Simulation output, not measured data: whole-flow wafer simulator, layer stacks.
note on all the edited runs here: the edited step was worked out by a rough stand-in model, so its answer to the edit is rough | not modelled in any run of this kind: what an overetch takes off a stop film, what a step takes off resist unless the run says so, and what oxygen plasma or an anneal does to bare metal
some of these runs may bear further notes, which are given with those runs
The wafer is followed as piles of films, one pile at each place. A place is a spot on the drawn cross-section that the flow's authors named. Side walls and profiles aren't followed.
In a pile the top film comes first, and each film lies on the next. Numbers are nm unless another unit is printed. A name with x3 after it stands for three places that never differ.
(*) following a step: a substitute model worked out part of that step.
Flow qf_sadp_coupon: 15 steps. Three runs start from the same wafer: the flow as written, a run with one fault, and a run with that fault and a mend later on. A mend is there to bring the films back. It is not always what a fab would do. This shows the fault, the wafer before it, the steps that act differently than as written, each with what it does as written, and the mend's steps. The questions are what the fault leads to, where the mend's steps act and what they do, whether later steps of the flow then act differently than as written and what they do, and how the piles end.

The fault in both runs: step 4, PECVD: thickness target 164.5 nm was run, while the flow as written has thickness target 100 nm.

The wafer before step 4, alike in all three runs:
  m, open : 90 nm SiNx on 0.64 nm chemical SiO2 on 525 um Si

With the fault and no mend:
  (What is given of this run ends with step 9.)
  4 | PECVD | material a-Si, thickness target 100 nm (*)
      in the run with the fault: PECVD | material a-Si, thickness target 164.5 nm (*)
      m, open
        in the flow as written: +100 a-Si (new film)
        in the run with the fault: +164.5 a-Si (new film)
  Later steps of the flow up to step 9 that are run all act as written at every place that is followed.
  The piles after step 9 differ from the flow's at m, open by more than 2% or 0.5 nm, whichever is larger.
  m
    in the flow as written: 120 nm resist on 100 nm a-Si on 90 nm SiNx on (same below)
    in the run with the fault: 120 nm resist on 164.5 nm a-Si on 90 nm SiNx on (same below)
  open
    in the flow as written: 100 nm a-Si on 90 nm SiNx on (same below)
    in the run with the fault: 164.5 nm a-Si on 90 nm SiNx on (same below)

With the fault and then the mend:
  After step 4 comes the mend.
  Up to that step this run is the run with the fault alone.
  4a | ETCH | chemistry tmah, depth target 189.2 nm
      m, open
        -164.5 a-Si (all of it)
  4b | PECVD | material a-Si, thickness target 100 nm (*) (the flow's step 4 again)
      m, open
        +100 a-Si (new film)
  Later steps of the flow that are run all act as written at every place that is followed.
  At every place that both follow, the piles at the end match the flow's.
